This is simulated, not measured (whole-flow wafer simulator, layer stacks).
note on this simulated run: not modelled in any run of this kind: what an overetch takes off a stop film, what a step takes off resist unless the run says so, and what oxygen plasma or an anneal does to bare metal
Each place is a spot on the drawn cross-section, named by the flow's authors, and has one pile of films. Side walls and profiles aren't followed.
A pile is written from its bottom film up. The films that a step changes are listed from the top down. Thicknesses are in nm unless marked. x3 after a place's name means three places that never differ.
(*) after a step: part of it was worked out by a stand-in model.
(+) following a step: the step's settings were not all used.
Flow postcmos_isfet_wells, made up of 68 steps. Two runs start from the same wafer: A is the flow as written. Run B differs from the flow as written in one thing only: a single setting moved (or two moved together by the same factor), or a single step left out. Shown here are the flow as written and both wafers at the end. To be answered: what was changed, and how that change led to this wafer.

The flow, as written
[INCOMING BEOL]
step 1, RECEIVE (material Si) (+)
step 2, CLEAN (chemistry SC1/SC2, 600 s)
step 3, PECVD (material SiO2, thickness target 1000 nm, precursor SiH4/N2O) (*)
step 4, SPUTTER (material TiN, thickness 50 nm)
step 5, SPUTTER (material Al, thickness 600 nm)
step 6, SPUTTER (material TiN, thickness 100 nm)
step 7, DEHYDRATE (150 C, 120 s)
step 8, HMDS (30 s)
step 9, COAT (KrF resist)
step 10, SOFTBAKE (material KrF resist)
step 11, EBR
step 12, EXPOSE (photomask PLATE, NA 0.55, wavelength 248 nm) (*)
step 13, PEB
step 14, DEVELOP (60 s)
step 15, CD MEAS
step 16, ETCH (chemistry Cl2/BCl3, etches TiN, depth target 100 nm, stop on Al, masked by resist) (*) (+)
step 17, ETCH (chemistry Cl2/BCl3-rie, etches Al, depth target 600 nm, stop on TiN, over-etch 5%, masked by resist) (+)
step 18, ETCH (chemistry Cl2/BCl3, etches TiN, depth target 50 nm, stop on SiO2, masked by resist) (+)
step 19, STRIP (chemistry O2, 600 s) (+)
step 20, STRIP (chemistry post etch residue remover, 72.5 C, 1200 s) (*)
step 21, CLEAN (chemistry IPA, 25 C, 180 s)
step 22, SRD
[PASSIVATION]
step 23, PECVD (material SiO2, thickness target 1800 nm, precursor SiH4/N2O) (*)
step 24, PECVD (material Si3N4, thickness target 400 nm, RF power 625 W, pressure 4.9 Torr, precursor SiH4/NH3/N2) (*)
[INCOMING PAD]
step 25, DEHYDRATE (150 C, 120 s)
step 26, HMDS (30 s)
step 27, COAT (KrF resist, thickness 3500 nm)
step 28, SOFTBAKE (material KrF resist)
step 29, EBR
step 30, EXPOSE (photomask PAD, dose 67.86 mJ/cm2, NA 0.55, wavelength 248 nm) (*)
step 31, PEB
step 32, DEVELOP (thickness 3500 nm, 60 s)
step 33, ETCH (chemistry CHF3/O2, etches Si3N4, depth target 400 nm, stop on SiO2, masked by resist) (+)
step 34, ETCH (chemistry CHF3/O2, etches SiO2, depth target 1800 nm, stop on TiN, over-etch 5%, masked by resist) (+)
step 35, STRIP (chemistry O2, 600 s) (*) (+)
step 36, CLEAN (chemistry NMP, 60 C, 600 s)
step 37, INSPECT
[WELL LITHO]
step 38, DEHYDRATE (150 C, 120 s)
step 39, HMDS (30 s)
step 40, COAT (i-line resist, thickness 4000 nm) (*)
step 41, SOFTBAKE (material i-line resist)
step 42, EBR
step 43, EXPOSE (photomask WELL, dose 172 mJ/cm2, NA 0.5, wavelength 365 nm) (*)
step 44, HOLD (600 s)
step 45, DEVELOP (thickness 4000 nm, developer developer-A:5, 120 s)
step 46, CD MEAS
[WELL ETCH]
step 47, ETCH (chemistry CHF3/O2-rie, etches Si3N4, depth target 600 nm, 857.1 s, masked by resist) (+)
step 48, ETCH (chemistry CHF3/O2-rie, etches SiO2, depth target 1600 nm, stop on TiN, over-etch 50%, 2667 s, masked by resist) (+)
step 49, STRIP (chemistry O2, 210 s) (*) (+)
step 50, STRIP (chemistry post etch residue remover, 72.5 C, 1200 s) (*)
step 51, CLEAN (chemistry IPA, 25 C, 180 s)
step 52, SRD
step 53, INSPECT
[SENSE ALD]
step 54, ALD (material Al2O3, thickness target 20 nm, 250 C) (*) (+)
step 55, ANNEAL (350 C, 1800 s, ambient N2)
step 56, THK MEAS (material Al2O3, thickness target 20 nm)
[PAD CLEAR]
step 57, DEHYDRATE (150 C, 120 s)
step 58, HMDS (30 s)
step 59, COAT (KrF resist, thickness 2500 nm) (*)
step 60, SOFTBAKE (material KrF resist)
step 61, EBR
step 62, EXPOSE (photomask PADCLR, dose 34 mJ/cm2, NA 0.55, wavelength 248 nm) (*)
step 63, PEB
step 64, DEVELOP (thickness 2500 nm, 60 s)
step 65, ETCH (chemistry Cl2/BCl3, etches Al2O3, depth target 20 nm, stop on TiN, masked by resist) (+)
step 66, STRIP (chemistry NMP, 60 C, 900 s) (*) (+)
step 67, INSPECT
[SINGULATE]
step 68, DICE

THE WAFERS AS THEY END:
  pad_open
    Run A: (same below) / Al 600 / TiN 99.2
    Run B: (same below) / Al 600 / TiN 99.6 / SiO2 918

What caused this: step 34, ETCH: depth target 882 nm was run, while the flow as written has depth target 1800 nm.

The path from the change to this, step by step:
  step 34, ETCH (chemistry CHF3/O2, etches SiO2, depth target 1800 nm, stop on TiN, over-etch 5%, masked by resist) (+)
      pad_open: A SiO2 loses 1800 (all of it) | B SiO2 loses 882
      field, margin, well900, well1300 x3, pad_rim, pad_clr: A KrF resist loses 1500 | B KrF resist loses 735
  step 35, STRIP (chemistry O2, 600 s) (*) (+)
      field, margin, well900, well1300 x3, pad_rim, pad_clr: A KrF resist loses 1613.3 (all of it) | B KrF resist loses 2378.3 (all of it)
  step 40, COAT (i-line resist, thickness 4000 nm) (*)
      pad_clr: A i-line resist gains 3256.8 (new film) | B i-line resist gains 3551.4 (new film)
      pad_open: A i-line resist gains 4804.7 (new film) | B i-line resist gains 4473.1 (new film)
  step 41, SOFTBAKE (material i-line resist)
      pad_clr: A i-line resist loses 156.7 | B i-line resist loses 73.1
      pad_open: A i-line resist gains 115.3 | B i-line resist gains 71.2
  step 49, STRIP (chemistry O2, 210 s) (*) (+)
      pad_clr: A i-line resist loses 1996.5 (all of it) | B i-line resist loses 2374.6 (all of it)
      pad_open: A i-line resist loses 3816.3 (all of it) | B i-line resist loses 3440.7 (all of it)
  step 59, COAT (KrF resist, thickness 2500 nm) (*)
      pad_rim: A KrF resist gains 1976.4 (new film) | B KrF resist gains 2189.4 (new film)
      pad_clr: A KrF resist gains 1691.6 (new film) | B KrF resist gains 2009.8 (new film)
      (as well as at 1 more place)
  step 60, SOFTBAKE (material KrF resist)
      pad_clr: A KrF resist loses 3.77 | B KrF resist loses 2.34
  step 63, PEB
      pad_rim: A KrF resist loses 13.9 | B KrF resist loses 15.4
      pad_clr: A KrF resist loses 11.8 | B KrF resist loses 14.1
      (as well as at 1 more place)
  step 64, DEVELOP (thickness 2500 nm, 60 s)
      pad_clr: A KrF resist loses 1676 (all of it) | B KrF resist loses 1993.3 (all of it)
      pad_open: A KrF resist loses 3045.1 (all of it) | B KrF resist loses 2812.2 (all of it)
  step 66, STRIP (chemistry NMP, 60 C, 900 s) (*) (+)
      pad_rim: A KrF resist loses 1923.7 (all of it) | B KrF resist loses 2134.8 (all of it)
